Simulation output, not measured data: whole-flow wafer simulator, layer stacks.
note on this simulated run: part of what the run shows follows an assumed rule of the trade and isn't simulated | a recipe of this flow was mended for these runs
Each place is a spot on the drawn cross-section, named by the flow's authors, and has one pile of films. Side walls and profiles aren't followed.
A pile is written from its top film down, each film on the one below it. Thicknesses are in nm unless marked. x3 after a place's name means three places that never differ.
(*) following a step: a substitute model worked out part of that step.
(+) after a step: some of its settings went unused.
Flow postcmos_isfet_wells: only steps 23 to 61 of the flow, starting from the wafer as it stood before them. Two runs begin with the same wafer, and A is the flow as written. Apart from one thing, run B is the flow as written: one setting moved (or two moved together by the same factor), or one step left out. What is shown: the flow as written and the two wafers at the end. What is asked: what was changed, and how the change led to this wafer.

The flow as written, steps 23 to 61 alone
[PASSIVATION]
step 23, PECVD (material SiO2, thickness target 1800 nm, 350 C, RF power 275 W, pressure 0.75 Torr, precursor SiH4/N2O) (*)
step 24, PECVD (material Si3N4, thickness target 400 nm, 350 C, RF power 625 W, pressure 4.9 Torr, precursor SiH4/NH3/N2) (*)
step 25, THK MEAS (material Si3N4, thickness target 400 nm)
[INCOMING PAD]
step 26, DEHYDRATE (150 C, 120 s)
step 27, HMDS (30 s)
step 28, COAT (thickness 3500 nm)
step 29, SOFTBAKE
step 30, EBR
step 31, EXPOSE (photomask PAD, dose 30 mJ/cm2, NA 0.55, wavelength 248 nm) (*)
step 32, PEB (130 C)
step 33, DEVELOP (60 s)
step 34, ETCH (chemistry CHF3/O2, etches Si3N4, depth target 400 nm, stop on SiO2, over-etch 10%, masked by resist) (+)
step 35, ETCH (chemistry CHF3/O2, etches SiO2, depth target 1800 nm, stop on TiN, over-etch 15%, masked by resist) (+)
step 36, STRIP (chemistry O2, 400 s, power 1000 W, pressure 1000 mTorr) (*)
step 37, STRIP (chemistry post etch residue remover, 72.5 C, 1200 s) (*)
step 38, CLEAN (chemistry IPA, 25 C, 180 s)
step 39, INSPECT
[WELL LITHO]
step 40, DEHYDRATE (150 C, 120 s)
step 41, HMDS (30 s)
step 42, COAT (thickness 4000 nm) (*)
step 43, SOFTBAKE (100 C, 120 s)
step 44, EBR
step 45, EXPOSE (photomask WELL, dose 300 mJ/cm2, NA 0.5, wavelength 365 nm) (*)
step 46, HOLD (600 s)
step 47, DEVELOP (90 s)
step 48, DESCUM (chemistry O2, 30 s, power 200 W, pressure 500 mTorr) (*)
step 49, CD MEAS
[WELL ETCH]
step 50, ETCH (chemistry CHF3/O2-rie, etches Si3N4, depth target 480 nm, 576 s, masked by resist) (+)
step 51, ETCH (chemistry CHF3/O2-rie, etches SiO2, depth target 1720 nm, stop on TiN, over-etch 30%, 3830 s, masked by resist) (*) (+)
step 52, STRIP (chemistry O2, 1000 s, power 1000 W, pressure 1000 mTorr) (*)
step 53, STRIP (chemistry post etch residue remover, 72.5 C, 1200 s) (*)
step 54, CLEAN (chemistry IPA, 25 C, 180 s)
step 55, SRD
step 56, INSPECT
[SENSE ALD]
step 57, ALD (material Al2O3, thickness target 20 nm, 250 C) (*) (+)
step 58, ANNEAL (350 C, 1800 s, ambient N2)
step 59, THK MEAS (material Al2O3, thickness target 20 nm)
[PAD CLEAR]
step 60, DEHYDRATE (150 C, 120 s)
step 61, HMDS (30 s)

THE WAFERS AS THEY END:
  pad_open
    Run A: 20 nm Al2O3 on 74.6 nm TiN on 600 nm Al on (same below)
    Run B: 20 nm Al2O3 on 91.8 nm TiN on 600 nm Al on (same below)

Cause: step 35, ETCH: depth target 1620 nm was run, while the flow as written has depth target 1800 nm.

Step by step, how the change led to this:
  step 35, ETCH (chemistry CHF3/O2, etches SiO2, depth target 1800 nm, stop on TiN, over-etch 15%, masked by resist) (+)
      field, margin x2, well900 x4, pad_clr: A thick-KrF-resist loses 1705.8 | B thick-KrF-resist loses 1552.5
      pad_open: A SiO2 loses 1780 (all of it), TiN loses 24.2 | B SiO2 loses 1780 (all of it), TiN loses 6.92
  step 36, STRIP (chemistry O2, 400 s, power 1000 W, pressure 1000 mTorr) (*)
      field, margin x2, well900 x4, pad_clr: A thick-KrF-resist loses 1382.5 (all of it) | B thick-KrF-resist loses 1535.9 (all of it)
